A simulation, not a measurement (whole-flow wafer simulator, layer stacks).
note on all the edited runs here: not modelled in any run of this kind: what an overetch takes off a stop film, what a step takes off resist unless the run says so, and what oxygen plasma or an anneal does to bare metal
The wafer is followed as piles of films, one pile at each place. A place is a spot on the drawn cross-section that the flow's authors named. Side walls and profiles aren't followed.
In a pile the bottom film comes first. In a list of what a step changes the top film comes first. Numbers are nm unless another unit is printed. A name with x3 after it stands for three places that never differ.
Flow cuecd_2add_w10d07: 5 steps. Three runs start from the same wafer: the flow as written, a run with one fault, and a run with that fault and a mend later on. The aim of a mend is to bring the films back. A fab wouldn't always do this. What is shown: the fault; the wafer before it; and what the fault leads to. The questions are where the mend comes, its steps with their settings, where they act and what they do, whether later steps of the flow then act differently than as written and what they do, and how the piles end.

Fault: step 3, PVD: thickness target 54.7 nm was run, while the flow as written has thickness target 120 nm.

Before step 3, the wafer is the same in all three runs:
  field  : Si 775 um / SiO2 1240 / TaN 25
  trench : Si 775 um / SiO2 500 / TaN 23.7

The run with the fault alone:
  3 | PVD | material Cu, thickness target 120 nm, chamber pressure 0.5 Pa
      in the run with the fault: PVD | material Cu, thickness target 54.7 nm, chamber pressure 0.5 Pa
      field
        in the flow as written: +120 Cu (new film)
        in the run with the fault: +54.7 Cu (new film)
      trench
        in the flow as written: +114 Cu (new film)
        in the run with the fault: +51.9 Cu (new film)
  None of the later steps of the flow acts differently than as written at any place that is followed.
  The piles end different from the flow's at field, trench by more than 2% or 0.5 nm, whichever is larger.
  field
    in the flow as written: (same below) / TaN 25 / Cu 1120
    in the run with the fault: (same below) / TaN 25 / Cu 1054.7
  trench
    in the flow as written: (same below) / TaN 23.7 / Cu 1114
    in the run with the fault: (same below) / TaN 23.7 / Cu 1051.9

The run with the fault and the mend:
  After step 3 comes the mend.
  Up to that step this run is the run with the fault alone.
  3a | ETCH | chemistry cu recess dil, depth target 62.85 nm
      field
        -54.7 Cu (all of it)
      trench
        -51.9 Cu (all of it)
  3b | PVD | material Cu, thickness target 120 nm, chamber pressure 0.5 Pa (the flow's step 3 again)
      field
        +120 Cu (new film)
      trench
        +114 Cu (new film)
  None of the later steps of the flow acts differently than as written at any place that is followed.
  By the end, the piles equal the flow's at every place that both follow.
